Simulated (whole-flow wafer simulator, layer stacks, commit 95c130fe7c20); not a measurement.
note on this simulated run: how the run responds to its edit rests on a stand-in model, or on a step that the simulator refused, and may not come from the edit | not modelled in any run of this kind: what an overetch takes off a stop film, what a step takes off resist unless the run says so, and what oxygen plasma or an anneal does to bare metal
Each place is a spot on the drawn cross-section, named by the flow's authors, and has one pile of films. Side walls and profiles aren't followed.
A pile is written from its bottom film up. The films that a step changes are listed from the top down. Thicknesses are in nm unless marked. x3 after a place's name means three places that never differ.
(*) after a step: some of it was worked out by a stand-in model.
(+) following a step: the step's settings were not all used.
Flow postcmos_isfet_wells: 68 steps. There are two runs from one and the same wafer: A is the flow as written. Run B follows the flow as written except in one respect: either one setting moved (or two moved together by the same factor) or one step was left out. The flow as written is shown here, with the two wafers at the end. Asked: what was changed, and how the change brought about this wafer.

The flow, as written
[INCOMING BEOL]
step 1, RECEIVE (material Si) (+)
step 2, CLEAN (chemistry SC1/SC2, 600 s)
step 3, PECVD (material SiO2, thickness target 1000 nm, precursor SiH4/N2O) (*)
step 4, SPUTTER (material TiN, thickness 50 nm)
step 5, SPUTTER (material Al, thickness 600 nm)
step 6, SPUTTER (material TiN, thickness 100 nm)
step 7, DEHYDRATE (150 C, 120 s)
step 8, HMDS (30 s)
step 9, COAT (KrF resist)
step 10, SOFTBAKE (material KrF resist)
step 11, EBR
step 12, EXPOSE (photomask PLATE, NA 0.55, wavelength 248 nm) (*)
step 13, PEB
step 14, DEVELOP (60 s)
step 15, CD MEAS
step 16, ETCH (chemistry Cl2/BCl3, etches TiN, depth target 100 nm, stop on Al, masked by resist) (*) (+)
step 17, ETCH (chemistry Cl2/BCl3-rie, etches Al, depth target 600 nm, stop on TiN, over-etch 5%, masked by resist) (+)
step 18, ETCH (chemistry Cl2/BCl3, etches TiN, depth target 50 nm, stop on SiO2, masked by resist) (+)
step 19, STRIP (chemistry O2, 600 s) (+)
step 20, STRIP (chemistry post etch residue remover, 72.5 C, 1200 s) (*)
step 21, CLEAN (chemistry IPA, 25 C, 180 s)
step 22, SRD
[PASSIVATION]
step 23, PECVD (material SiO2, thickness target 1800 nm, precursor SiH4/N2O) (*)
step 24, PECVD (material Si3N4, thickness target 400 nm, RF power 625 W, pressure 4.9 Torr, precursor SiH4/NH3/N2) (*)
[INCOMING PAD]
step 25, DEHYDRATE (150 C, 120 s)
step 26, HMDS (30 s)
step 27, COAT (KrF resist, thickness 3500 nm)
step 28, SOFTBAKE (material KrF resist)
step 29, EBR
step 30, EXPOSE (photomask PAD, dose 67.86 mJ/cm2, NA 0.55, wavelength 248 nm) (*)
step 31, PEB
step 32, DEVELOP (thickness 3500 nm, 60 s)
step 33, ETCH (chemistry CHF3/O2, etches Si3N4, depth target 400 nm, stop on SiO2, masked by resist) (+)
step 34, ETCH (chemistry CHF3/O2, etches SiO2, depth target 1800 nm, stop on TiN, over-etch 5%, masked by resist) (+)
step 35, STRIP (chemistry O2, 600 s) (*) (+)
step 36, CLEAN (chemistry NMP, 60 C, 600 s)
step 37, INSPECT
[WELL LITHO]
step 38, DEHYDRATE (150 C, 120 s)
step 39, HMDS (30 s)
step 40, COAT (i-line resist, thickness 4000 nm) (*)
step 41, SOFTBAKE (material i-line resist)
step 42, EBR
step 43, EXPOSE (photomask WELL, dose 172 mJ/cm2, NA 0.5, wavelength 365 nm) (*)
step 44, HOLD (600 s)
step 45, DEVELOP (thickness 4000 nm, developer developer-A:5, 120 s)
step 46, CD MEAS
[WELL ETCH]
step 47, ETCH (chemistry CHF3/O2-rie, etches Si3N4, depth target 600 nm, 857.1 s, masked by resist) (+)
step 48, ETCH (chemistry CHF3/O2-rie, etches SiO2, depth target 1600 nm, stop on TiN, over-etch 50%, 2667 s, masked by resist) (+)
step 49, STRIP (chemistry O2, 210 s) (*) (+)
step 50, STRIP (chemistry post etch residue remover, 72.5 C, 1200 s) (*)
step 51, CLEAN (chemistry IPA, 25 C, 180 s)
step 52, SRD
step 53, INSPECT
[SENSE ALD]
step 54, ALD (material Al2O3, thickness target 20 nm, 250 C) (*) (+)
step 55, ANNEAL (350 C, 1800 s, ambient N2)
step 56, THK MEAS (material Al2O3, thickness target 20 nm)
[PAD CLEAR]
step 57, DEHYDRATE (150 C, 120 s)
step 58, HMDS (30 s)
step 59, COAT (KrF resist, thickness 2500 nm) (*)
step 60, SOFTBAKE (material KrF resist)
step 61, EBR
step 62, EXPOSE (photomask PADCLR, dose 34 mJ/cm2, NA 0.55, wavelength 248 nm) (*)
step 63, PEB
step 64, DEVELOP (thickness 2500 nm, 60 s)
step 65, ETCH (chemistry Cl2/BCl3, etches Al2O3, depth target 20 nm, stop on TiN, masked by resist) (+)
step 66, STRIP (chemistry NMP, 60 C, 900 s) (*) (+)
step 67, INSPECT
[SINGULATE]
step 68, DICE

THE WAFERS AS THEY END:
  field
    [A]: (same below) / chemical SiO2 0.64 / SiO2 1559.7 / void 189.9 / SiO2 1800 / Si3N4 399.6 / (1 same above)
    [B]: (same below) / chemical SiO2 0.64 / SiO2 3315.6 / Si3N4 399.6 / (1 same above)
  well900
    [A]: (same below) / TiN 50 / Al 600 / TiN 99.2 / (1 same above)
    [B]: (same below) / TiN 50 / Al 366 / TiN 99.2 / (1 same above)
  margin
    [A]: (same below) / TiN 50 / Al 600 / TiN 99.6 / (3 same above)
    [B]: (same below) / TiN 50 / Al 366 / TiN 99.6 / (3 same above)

Cause: step 5, SPUTTER: thickness 366 nm was run, though the flow has thickness 600 nm.
One can read it off the wafer: well900 has Al 366, and step 5 as written asks for 600 nm.

How this came from the change, step by step:
  step 5, SPUTTER (material Al, thickness 600 nm)
      field, margin, well900, well1300 x3, pad_rim, pad_clr, pad_open: A +600 Al (new film) | B +366 Al (new film)
  step 17, ETCH (chemistry Cl2/BCl3-rie, etches Al, depth target 600 nm, stop on TiN, over-etch 5%, masked by resist) (+)
      margin, well900, well1300 x3, pad_rim, pad_clr, pad_open: A -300 KrF resist | B -192.1 KrF resist
      field: A -600 Al (all of it) | B -366 Al (all of it)
  step 19, STRIP (chemistry O2, 600 s) (+)
      margin, well900, well1300 x3, pad_rim, pad_clr, pad_open: A -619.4 KrF resist (all of it) | B -727.2 KrF resist (all of it)
  step 23, PECVD (material SiO2, thickness target 1800 nm, precursor SiH4/N2O) (*)
      field: A +1800 SiO2 (new film), +189.9 void (new film), +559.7 SiO2 | B +2315.6 SiO2
